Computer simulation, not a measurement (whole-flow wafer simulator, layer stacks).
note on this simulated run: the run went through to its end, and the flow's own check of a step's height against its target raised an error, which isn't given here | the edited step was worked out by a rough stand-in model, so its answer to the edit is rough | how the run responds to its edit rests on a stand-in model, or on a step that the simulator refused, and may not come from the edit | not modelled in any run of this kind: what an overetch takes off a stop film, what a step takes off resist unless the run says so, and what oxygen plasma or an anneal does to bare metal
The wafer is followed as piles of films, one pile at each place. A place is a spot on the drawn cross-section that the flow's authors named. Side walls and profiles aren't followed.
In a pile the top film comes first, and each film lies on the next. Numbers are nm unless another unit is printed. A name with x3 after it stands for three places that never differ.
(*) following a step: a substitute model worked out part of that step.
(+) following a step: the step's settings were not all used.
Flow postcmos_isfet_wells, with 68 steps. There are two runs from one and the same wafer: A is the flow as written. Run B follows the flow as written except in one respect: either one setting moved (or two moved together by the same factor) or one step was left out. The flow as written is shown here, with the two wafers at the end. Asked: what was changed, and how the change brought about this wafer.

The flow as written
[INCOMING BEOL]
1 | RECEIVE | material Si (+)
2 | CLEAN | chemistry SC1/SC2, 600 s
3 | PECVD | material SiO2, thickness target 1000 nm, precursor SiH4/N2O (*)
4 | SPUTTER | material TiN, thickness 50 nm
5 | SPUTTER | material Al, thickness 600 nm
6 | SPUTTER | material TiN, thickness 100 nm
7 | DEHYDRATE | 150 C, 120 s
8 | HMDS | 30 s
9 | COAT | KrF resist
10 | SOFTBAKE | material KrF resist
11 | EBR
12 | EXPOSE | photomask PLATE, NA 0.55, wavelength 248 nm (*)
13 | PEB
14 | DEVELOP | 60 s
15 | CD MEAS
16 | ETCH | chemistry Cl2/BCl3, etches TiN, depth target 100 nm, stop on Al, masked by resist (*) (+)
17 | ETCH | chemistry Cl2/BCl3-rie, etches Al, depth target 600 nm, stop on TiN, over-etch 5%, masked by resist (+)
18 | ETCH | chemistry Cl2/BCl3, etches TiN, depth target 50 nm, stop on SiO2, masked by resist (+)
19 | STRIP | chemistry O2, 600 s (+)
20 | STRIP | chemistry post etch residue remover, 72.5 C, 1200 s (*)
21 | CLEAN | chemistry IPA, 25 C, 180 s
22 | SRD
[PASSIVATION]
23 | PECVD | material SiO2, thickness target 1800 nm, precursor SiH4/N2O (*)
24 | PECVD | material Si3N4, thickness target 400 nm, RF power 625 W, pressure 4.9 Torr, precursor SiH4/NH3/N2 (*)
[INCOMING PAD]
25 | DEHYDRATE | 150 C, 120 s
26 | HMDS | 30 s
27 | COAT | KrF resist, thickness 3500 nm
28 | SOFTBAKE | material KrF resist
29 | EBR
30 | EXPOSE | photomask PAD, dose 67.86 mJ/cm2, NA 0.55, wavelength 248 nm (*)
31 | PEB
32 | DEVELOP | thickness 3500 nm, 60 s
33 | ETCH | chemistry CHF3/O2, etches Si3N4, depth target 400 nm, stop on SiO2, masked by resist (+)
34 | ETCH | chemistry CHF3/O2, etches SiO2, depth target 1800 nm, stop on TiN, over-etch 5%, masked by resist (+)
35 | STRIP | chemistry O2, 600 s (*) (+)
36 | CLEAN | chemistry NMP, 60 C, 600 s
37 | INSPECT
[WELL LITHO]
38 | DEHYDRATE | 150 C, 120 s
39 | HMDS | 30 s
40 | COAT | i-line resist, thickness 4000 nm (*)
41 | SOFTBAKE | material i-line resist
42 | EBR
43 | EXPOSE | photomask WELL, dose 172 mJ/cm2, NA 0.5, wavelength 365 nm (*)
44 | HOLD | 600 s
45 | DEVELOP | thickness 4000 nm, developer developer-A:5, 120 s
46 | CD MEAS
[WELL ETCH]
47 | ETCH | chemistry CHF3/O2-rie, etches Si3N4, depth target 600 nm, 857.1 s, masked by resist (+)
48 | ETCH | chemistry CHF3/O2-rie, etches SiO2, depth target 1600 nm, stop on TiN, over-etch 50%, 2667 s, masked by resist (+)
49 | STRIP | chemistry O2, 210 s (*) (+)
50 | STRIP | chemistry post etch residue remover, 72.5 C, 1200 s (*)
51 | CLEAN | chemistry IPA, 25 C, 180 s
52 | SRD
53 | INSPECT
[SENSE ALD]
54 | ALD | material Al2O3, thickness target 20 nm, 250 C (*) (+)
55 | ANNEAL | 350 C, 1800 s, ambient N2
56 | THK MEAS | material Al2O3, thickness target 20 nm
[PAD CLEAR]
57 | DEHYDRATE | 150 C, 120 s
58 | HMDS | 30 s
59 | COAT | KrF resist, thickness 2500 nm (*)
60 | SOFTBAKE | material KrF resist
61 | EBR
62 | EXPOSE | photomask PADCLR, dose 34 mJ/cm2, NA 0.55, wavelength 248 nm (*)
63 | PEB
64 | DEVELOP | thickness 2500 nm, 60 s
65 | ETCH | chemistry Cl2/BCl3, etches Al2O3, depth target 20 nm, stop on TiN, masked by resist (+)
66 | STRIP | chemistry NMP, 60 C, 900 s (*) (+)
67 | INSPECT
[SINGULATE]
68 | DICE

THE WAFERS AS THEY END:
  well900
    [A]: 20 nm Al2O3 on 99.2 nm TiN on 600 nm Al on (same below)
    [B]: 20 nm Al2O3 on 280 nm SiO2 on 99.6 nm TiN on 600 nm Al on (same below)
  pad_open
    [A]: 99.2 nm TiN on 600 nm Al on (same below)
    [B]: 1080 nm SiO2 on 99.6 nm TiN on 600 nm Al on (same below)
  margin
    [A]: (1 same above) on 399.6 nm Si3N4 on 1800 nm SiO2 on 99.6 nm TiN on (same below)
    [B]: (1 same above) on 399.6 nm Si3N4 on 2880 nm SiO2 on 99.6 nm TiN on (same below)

Cause: step 23, PECVD: thickness target 2880 nm was run, though the flow has thickness target 1800 nm.
The wafer lets one read it off: margin has SiO2 2880, and step 23 as written asks for 1800 nm.

How this came from the change, step by step:
  23 | PECVD | material SiO2, thickness target 1800 nm, precursor SiH4/N2O (*)
      margin, well900, well1300 x3, pad_rim, pad_clr, pad_open: A SiO2 gains 1800 (new film) | B SiO2 gains 2880 (new film)
      field: A SiO2 gains 1800 (new film), void gains 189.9 (new film), SiO2 gains 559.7 | B SiO2 gains 2880 (new film), void gains 189.7 (new film), SiO2 gains 559.8
  34 | ETCH | chemistry CHF3/O2, etches SiO2, depth target 1800 nm, stop on TiN, over-etch 5%, masked by resist (+)
      pad_open: A SiO2 loses 1800 (all of it) | B SiO2 loses 1800
  48 | ETCH | chemistry CHF3/O2-rie, etches SiO2, depth target 1600 nm, stop on TiN, over-etch 50%, 2667 s, masked by resist (+)
      well900, well1300 x3: A SiO2 loses 1600 (all of it) | B SiO2 loses 2400
  59 | COAT | KrF resist, thickness 2500 nm (*)
      field: A KrF resist gains 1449 (new film) | B KrF resist gains 1067 (new film)
      margin: A KrF resist gains 1448.9 (new film) | B KrF resist gains 1066.9 (new film)
  63 | PEB
      field, margin: A KrF resist loses 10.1 | B KrF resist loses 7.38
  66 | STRIP | chemistry NMP, 60 C, 900 s (*) (+)
      field: A KrF resist loses 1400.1 (all of it) | B KrF resist loses 1020.9 (all of it)
      margin: A KrF resist loses 1400.1 (all of it) | B KrF resist loses 1020.8 (all of it)
